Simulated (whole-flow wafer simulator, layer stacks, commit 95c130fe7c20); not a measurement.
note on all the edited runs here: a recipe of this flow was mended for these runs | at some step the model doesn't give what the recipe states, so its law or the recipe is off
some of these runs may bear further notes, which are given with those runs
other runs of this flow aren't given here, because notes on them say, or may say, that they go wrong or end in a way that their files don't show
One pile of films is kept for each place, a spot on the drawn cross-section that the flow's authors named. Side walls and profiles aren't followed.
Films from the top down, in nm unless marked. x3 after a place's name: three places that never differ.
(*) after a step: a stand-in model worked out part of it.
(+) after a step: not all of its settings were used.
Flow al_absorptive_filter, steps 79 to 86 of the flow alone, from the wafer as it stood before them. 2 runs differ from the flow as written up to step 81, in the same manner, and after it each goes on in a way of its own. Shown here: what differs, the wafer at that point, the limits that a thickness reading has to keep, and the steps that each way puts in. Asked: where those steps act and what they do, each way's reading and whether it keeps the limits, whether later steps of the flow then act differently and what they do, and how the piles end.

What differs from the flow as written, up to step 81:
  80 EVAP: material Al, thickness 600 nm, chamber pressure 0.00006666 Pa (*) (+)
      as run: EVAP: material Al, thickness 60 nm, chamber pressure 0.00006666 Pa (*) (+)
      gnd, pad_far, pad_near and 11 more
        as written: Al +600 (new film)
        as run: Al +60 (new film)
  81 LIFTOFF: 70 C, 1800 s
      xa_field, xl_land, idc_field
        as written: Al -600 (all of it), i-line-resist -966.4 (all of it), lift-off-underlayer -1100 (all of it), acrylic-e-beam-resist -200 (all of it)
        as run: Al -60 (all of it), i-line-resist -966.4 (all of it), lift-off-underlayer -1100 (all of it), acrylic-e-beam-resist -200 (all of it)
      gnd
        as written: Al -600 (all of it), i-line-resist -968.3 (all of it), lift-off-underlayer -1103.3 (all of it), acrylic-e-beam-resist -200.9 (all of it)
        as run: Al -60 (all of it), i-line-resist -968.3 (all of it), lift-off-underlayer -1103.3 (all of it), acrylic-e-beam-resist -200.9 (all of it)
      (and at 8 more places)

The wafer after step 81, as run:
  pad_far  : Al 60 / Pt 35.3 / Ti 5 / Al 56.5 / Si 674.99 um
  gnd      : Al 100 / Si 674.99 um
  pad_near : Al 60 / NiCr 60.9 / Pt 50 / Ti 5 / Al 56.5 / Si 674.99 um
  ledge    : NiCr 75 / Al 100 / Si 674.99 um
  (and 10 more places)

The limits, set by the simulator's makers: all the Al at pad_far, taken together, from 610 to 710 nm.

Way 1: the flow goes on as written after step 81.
  The reading after step 81: 116.5 nm, outside the limits.
  Later steps of the flow that act differently than as written:
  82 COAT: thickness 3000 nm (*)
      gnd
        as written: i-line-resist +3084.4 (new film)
        this way: i-line-resist +3009.5 (new film)
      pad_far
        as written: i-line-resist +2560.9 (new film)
        this way: i-line-resist +2961.3 (new film)
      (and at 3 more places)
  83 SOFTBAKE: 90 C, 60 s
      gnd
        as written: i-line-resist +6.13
        this way: i-line-resist +1.23
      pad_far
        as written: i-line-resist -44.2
        this way: i-line-resist -4.6
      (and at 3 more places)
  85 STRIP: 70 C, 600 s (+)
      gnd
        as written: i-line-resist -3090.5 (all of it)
        this way: i-line-resist -3010.8 (all of it)
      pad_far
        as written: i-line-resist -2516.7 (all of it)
        this way: i-line-resist -2956.7 (all of it)
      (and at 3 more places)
  At the end the piles differ from the flow's by more than 2% or 0.5 nm, whichever is larger, at pad_far, pad_near.
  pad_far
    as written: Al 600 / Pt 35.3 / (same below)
    this way: Al 60 / Pt 35.3 / (same below)
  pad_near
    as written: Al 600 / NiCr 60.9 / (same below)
    this way: Al 60 / NiCr 60.9 / (same below)

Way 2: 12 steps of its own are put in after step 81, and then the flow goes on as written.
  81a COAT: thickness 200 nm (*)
      xa_field, xl_land, idc_field
        acrylic-e-beam-resist +200 (new film)
      gnd
        acrylic-e-beam-resist +203.8 (new film)
      pad_far
        acrylic-e-beam-resist +197.9 (new film)
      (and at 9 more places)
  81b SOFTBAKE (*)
      changes no film at any place that is followed
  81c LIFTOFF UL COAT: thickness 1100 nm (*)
      xa_field, xl_land, idc_field
        lift-off-underlayer +1100 (new film)
      gnd
        lift-off-underlayer +1109.6 (new film)
      pad_far
        lift-off-underlayer +1085.4 (new film)
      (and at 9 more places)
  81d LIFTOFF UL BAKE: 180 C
      changes no film at any place that is followed
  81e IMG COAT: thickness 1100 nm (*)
      xa_field, xl_land, idc_field
        i-line-resist +1100 (new film)
      idc_line, idc_space
        i-line-resist +1099.7 (new film)
      gnd
        i-line-resist +1103.9 (new film)
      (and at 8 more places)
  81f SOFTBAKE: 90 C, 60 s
      gnd
        i-line-resist +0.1
      pad_far
        i-line-resist -0.08
      pad_near
        i-line-resist -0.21
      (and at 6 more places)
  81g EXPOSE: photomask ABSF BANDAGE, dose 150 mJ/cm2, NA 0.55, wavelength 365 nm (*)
      changes no film at any place that is followed
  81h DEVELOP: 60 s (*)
      gnd, ledge, res and 9 more
        i-line-resist -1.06
      pad_far
        i-line-resist -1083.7 (all of it), lift-off-underlayer -1085.4 (all of it)
      pad_near
        i-line-resist -1076.6 (all of it), lift-off-underlayer -1043.1 (all of it)
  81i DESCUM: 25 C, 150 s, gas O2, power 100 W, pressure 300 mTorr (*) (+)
      gnd, ledge, res and 9 more
        i-line-resist -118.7
      pad_far
        acrylic-e-beam-resist -197.9 (all of it)
      pad_near
        acrylic-e-beam-resist -172.6 (all of it)
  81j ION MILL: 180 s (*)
      gnd, ledge, res and 9 more
        i-line-resist -16
      pad_far, pad_near
        Al -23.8
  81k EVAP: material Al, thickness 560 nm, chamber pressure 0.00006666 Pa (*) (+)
      gnd, ledge, res and 9 more
        Al +560 (new film)
      pad_far, pad_near
        Al +560
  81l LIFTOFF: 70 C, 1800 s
      xa_field, xl_land, idc_field
        Al -560 (all of it), i-line-resist -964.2 (all of it), lift-off-underlayer -1100 (all of it), acrylic-e-beam-resist -200 (all of it)
      gnd
        Al -560 (all of it), i-line-resist -968.2 (all of it), lift-off-underlayer -1109.6 (all of it), acrylic-e-beam-resist -203.8 (all of it)
      ledge
        Al -560 (all of it), i-line-resist -950.4 (all of it), lift-off-underlayer -1078.8 (all of it), acrylic-e-beam-resist -183 (all of it)
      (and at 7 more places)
  The reading after step 81l: 652.7 nm, within the limits.
  No later step of the flow acts differently than as written, at any place that is followed, by more than 2% or 0.5 nm, whichever is larger.
  At the end the piles differ from the flow's only slightly at the places that both follow, by at most 2% or 0.5 nm, whichever is larger.

Within the limits: way 2. Outside them: way 1.
